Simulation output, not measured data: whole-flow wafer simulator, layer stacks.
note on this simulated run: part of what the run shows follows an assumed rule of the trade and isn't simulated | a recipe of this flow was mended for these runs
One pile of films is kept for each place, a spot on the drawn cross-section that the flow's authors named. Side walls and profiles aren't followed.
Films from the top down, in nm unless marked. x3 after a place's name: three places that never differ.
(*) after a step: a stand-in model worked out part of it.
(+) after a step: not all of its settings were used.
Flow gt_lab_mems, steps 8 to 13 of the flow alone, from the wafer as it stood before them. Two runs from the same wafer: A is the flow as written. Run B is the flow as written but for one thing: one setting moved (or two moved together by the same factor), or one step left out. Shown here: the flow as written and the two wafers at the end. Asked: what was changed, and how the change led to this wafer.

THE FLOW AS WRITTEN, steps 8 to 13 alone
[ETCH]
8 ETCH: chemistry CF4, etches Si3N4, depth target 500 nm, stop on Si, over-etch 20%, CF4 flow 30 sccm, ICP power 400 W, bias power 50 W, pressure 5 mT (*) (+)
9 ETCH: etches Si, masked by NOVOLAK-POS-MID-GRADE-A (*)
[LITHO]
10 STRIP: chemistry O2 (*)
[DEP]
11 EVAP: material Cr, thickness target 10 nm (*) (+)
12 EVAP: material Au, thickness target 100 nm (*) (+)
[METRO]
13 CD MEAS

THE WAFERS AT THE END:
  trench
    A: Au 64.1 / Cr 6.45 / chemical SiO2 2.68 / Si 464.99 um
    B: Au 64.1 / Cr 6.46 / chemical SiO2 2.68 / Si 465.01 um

The cause: step 8, ETCH: depth target 464 nm was run, where the flow has depth target 500 nm.

How the change led to this, step by step:
  8 ETCH: chemistry CF4, etches Si3N4, depth target 500 nm, stop on Si, over-etch 20%, CF4 flow 30 sccm, ICP power 400 W, bias power 50 W, pressure 5 mT (*) (+)
      field: A g/i-line-resist -400 | B g/i-line-resist -371.2
      trench: A Si3N4 -500 (all of it), chemical SiO2 -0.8 (all of it), Si -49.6 | B Si3N4 -500 (all of it), chemical SiO2 -0.8 (all of it), Si -28
  10 STRIP: chemistry O2 (*)
      field: A g/i-line-resist -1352 (all of it) | B g/i-line-resist -1380.8 (all of it)
